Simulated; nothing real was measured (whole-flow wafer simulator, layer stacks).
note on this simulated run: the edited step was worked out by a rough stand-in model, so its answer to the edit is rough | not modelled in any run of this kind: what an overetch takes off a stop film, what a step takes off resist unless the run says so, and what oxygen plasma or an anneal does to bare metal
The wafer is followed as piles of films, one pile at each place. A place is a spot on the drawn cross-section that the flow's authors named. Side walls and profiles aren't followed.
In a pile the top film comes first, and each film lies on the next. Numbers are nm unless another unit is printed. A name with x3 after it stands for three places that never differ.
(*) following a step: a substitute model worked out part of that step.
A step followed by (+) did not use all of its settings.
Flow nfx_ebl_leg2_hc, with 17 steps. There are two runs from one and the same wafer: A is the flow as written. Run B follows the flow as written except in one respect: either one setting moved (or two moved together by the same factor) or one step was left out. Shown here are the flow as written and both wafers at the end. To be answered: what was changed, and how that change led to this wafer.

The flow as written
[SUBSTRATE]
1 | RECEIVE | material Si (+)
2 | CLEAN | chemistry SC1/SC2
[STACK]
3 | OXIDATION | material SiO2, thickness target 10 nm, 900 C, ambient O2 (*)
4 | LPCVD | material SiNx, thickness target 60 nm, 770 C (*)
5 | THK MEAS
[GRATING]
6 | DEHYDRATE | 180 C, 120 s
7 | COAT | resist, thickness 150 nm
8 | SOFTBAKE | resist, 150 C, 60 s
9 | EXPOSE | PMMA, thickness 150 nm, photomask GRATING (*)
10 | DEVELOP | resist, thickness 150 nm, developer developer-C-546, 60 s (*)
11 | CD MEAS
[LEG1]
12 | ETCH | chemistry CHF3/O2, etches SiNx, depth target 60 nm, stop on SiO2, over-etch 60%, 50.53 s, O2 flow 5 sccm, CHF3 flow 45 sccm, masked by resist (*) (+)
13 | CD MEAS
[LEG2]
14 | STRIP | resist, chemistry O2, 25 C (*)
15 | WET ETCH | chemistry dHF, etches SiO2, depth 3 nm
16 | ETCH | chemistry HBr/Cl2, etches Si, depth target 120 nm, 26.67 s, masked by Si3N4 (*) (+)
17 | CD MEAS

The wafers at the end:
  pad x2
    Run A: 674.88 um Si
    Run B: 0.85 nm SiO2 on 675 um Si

The reason: step 12, ETCH: depth target 37.5 nm was run, while the flow as written has depth target 60 nm; step 12, ETCH: 31.58 s was run, where the flow has 50.53 s.

The path from the change to this, step by step:
  12 | ETCH | chemistry CHF3/O2, etches SiNx, depth target 60 nm, stop on SiO2, over-etch 60%, 50.53 s, O2 flow 5 sccm, CHF3 flow 45 sccm, masked by resist (*) (+)
      pad x2: A -60 SiNx (all of it), -10 SiO2 (all of it) | B -60 SiNx (all of it)
      field x2: A -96 resist | B -60 resist
  14 | STRIP | resist, chemistry O2, 25 C (*)
      pad x2: A +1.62 chemical SiO2 (new film), -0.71 Si | B nothing
      field x2: A -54 resist (all of it) | B -90 resist (all of it)
  15 | WET ETCH | chemistry dHF, etches SiO2, depth 3 nm
      pad x2: A -1.62 chemical SiO2 (all of it) | B -3 SiO2
  16 | ETCH | chemistry HBr/Cl2, etches Si, depth target 120 nm, 26.67 s, masked by Si3N4 (*) (+)
      pad x2: A -120 Si | B -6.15 SiO2
